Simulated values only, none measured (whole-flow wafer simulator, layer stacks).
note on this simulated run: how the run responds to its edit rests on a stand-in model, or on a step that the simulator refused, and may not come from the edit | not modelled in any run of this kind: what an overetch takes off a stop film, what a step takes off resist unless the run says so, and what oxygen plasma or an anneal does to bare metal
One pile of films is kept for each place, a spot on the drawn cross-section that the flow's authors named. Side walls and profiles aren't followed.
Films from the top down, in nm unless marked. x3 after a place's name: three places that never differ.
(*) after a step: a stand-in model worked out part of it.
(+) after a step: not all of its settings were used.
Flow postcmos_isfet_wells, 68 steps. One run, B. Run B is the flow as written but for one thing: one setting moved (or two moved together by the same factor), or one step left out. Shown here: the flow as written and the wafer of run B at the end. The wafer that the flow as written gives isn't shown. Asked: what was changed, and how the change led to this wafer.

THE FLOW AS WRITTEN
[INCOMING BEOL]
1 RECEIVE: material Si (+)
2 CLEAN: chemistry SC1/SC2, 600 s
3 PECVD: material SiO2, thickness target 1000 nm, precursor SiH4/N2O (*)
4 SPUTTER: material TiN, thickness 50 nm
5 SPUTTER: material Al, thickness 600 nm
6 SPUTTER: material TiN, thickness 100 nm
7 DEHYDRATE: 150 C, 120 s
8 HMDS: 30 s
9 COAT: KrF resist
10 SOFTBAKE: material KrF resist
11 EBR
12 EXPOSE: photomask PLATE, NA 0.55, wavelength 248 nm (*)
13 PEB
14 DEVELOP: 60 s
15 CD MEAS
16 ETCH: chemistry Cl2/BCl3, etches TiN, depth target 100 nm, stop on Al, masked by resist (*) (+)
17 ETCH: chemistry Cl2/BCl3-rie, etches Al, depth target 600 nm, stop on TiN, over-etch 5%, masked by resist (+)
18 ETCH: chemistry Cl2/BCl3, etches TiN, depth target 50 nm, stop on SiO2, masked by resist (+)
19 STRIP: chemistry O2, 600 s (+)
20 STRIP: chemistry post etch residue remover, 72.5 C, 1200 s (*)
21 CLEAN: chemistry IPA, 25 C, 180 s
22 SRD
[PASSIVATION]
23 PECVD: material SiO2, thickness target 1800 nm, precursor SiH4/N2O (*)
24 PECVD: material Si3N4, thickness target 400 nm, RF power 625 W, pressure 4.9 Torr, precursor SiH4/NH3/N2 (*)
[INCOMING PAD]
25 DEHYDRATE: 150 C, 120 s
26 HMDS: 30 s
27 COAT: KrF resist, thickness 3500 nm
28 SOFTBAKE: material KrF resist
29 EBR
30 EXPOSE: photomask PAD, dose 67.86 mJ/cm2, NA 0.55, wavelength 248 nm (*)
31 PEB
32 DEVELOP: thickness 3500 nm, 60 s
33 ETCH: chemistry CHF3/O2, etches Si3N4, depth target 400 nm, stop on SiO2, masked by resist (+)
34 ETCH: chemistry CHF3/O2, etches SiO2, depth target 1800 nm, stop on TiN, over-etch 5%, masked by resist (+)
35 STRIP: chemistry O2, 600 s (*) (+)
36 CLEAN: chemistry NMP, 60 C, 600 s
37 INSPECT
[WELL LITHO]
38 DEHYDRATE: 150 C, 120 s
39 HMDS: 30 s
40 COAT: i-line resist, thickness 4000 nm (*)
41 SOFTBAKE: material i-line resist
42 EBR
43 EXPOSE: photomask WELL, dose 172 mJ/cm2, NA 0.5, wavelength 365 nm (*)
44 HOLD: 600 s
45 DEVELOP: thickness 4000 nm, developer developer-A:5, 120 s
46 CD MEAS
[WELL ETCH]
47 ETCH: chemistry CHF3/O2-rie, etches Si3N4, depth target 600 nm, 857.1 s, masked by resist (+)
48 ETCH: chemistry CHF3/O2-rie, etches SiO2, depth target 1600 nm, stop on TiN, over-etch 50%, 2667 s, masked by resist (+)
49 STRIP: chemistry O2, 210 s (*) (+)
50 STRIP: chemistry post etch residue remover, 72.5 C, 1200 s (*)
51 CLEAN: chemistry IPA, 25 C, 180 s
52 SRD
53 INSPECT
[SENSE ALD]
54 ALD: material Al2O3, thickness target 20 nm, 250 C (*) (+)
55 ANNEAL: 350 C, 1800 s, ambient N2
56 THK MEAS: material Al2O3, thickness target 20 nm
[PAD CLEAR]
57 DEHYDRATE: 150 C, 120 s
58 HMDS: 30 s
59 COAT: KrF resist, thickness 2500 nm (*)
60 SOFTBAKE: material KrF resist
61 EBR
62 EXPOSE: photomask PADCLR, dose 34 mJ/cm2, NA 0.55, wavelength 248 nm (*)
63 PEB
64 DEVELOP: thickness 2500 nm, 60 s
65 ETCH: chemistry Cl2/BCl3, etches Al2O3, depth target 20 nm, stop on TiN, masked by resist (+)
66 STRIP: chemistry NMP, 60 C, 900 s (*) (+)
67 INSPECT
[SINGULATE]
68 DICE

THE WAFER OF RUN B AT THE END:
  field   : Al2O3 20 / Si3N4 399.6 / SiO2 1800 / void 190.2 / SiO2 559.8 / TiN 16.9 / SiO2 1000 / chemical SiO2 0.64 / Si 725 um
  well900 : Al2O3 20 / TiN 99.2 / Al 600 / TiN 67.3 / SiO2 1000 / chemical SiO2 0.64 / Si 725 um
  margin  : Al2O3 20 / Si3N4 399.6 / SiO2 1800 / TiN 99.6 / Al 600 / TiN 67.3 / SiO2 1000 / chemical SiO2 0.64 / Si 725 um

The cause: step 4, SPUTTER: thickness 67.3 nm was run, where the flow has thickness 50 nm.
It can be read off the wafer: well900 has TiN 67.3, and step 4 as written asks for 50 nm.

How the change led to this, step by step:
  4 SPUTTER: material TiN, thickness 50 nm
      field, margin, well900, well1300 x3, pad_rim, pad_clr, pad_open: TiN +67.3 (new film) (as written it would be: TiN +50 (new film))
  18 ETCH: chemistry Cl2/BCl3, etches TiN, depth target 50 nm, stop on SiO2, masked by resist (+)
      field: TiN -50 (as written it would be: TiN -50 (all of it))
  23 PECVD: material SiO2, thickness target 1800 nm, precursor SiH4/N2O (*)
      field: SiO2 +1800 (new film), void +190.2 (new film), SiO2 +559.8 (new film) (as written it would be: SiO2 +1800 (new film), void +189.9 (new film), SiO2 +559.7)
Counting metal films that touch as one body, field has 1 body; the flow as written gives 0 bodies.
